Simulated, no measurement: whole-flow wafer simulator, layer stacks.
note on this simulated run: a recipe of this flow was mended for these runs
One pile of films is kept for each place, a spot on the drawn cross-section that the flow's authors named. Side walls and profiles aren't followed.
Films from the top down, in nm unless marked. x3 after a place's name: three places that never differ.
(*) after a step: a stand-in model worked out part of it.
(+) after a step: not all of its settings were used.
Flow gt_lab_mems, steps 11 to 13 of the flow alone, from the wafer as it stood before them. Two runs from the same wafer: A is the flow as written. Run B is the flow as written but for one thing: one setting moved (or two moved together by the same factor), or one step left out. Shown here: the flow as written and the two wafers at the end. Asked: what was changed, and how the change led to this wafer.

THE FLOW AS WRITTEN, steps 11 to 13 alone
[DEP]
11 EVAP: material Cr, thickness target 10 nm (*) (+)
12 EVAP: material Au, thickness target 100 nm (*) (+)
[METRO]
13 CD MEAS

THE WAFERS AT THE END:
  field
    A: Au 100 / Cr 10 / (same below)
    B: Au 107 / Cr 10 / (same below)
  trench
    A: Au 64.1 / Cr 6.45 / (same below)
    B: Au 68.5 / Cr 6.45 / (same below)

The cause: step 12, EVAP: thickness target 107 nm was run, where the flow has thickness target 100 nm.
It can be read off the wafer: field has Au 107, and step 12 as written asks for 100 nm.

How the change led to this, step by step:
  12 EVAP: material Au, thickness target 100 nm (*) (+)
      field: A Au +100 (new film) | B Au +107 (new film)
      trench: A Au +64.1 (new film) | B Au +68.5 (new film)
